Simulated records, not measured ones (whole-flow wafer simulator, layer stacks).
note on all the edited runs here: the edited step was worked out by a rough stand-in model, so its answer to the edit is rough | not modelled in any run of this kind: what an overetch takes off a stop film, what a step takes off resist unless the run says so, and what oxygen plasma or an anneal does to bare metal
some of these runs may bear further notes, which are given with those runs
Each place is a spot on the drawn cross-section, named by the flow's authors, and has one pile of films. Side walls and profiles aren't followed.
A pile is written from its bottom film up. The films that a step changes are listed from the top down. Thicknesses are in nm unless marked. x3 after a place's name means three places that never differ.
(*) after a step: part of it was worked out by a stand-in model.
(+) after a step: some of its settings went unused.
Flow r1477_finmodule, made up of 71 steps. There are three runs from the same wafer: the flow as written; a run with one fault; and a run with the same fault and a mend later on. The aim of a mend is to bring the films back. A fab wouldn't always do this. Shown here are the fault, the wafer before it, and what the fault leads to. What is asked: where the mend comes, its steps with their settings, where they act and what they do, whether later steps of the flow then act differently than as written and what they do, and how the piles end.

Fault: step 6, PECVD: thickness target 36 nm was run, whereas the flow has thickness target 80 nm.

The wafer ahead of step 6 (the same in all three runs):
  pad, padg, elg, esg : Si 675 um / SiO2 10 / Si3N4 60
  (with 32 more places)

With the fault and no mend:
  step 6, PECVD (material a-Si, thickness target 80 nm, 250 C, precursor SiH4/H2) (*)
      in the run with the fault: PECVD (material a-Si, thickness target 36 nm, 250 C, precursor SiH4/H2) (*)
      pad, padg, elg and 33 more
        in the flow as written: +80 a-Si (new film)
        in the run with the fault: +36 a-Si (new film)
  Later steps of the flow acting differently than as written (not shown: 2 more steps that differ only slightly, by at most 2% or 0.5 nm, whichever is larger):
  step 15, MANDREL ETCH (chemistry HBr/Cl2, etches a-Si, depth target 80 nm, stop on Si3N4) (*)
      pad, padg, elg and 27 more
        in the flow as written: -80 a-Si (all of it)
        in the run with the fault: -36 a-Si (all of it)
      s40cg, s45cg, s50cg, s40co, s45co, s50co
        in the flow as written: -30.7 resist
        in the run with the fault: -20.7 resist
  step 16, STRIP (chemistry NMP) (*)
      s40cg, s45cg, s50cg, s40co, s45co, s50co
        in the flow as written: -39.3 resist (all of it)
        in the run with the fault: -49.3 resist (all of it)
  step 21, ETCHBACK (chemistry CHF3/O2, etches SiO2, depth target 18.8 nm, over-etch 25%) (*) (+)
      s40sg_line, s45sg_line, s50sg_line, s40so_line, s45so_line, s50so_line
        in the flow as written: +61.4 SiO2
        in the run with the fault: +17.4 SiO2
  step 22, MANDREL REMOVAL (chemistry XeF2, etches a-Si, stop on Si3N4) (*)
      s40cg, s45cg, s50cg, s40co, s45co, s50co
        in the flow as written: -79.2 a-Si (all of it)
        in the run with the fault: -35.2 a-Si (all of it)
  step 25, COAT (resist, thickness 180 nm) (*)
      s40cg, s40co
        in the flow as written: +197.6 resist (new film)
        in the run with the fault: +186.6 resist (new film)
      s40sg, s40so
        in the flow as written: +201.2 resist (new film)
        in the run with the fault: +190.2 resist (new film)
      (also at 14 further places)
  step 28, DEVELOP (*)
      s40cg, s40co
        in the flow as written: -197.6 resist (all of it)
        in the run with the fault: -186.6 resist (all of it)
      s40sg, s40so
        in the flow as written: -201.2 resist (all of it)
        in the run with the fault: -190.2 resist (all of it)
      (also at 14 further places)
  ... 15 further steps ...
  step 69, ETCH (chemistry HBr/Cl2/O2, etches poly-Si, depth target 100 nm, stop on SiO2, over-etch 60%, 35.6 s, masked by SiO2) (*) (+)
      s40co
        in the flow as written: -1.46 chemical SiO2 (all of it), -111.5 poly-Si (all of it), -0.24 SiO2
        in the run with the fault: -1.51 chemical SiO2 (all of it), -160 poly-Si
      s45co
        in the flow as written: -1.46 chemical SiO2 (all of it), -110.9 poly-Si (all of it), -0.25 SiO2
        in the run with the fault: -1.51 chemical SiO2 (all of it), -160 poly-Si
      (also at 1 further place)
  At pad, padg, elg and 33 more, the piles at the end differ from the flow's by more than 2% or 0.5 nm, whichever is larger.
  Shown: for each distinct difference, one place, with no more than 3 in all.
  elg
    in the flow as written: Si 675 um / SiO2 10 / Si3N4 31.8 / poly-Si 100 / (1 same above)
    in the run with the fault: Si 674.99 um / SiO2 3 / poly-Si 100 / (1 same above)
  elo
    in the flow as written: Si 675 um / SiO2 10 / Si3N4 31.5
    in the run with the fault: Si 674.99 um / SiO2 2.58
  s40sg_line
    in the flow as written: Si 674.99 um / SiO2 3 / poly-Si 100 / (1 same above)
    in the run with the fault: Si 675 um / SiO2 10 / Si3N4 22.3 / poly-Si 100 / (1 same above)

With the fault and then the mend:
  After step 7 comes the mend.
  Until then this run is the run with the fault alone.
  step 7a, PECVD (material a-Si, thickness target 44 nm, 250 C, precursor SiH4/H2) (*) (the flow's step 6, run once more with other settings)
      pad, padg, elg and 33 more
        +44 a-Si
  Later steps of the flow that are run all act as written at every place that is followed.
  At every place that both follow, the piles at the end match the flow's.
